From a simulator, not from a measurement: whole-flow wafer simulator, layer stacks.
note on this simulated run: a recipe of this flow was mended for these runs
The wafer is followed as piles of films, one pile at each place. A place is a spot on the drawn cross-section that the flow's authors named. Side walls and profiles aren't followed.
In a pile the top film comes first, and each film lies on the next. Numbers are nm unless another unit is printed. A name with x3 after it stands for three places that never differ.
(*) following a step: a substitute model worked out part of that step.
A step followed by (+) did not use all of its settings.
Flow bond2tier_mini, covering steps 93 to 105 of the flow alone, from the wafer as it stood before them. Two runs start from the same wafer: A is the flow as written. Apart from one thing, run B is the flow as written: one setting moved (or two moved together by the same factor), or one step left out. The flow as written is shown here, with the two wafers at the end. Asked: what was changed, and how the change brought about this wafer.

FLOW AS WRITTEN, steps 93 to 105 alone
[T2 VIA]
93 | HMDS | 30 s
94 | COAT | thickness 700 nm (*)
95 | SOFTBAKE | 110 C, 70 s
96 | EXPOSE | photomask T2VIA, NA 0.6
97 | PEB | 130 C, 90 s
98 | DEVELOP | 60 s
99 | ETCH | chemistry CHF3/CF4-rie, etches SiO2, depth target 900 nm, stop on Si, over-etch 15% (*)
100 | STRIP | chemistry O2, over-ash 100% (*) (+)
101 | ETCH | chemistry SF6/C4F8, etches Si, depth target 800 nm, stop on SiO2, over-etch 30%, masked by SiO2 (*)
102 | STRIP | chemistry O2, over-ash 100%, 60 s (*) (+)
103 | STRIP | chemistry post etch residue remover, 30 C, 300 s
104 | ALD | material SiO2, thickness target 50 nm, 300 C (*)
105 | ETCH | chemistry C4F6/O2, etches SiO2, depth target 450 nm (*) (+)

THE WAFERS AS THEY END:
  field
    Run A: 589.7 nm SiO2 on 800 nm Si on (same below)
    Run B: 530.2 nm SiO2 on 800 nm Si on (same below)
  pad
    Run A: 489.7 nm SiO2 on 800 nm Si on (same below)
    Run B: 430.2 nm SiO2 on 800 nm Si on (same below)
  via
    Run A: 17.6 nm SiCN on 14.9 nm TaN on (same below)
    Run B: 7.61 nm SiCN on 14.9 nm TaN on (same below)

The reason: step 105, ETCH: depth target 509.5 nm was run, while the flow as written has depth target 450 nm.

The path from the change to this, step by step:
  105 | ETCH | chemistry C4F6/O2, etches SiO2, depth target 450 nm (*) (+)
      field, pad: A -450 SiO2 | B -509.5 SiO2
      via: A -348.1 SiO2 (all of it), -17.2 SiCN | B -348.1 SiO2 (all of it), -27.2 SiCN
